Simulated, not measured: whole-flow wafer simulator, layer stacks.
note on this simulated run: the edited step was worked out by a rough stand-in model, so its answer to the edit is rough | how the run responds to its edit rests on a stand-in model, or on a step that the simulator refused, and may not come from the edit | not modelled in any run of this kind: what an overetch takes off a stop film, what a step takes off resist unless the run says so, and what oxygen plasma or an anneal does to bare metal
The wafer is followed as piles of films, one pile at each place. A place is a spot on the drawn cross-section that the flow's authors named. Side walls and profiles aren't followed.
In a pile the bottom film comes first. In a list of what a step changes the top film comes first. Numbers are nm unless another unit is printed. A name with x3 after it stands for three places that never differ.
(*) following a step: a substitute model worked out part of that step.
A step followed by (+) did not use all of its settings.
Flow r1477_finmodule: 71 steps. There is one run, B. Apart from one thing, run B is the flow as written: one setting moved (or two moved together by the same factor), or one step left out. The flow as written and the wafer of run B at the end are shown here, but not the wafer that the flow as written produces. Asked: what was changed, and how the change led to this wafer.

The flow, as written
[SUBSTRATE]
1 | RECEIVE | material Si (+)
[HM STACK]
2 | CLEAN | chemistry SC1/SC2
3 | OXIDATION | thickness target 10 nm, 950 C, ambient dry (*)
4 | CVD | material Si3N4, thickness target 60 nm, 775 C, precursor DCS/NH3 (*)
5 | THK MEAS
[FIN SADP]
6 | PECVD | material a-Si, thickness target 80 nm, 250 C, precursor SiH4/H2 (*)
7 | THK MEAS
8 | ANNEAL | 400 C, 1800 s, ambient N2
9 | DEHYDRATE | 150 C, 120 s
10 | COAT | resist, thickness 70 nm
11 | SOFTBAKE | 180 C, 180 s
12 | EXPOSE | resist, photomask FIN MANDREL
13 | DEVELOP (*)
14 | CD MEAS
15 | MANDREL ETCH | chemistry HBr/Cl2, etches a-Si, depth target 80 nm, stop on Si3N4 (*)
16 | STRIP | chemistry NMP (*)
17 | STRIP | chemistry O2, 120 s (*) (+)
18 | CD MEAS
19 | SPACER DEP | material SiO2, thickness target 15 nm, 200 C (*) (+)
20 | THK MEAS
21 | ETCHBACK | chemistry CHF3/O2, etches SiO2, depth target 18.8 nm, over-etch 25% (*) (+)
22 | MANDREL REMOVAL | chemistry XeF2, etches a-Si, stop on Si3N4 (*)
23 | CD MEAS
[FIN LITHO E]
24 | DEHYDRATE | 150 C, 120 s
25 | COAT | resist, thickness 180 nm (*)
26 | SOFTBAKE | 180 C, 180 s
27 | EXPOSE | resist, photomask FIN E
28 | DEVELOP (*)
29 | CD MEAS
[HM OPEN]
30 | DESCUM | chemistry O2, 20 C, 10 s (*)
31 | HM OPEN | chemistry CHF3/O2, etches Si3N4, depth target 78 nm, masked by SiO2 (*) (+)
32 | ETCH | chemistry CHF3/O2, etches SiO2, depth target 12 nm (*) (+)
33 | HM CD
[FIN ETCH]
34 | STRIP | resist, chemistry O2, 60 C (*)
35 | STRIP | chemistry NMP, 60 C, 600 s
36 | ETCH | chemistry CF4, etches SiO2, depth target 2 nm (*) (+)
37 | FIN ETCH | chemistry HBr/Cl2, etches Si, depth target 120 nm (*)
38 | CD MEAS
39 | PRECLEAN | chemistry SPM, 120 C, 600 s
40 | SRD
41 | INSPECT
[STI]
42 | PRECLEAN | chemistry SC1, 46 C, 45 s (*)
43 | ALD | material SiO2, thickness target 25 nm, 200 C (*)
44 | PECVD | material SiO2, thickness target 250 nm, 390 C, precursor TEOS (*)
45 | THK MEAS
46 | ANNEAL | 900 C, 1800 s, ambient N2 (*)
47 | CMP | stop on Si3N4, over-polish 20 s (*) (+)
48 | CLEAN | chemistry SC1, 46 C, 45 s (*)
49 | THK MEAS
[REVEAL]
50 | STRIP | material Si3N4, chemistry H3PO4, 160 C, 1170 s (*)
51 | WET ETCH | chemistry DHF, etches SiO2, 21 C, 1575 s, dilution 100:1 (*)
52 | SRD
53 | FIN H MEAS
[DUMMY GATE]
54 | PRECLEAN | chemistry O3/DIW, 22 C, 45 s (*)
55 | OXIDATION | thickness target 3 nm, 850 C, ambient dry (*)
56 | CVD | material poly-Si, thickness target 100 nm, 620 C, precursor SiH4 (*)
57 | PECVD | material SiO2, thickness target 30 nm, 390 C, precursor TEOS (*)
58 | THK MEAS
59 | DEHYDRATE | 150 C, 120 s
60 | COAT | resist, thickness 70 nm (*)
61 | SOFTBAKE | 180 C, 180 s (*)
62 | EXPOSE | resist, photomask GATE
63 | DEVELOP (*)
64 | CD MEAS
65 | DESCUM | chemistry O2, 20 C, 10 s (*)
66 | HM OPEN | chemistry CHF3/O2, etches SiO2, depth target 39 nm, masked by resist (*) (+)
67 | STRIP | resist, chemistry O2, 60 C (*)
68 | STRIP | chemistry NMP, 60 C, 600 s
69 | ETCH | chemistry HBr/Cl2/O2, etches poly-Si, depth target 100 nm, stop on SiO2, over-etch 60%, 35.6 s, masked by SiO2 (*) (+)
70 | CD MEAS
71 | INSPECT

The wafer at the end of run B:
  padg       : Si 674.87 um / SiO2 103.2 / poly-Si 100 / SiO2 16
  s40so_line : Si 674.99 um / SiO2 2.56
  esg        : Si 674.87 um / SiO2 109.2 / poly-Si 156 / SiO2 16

Cause: step 57, PECVD: thickness target 21.3 nm was run, while the flow as written has thickness target 30 nm.

The path from the change to this, step by step:
  57 | PECVD | material SiO2, thickness target 30 nm, 390 C, precursor TEOS (*)
      pad, padg, elg and 33 more: +21.3 SiO2 (new film) (it would be, as written: +30 SiO2 (new film))
  66 | HM OPEN | chemistry CHF3/O2, etches SiO2, depth target 39 nm, masked by resist (*) (+)
      pad, elo, eso and 15 more: -21.3 SiO2 (all of it), -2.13 poly-Si (it would be, as written: -30 SiO2 (all of it), -1.8 poly-Si)
      padg, elg, esg and 15 more: -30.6 resist (it would be, as written: -37.4 resist)
  67 | STRIP | resist, chemistry O2, 60 C (*)
      padg, elg, esg: -22.6 resist (all of it) (it would be, as written: -15.9 resist (all of it))
      e40lg, e100lg, e200lg: -19.5 resist (all of it) (it would be, as written: -12.8 resist (all of it))
      (as well as at 12 more places)
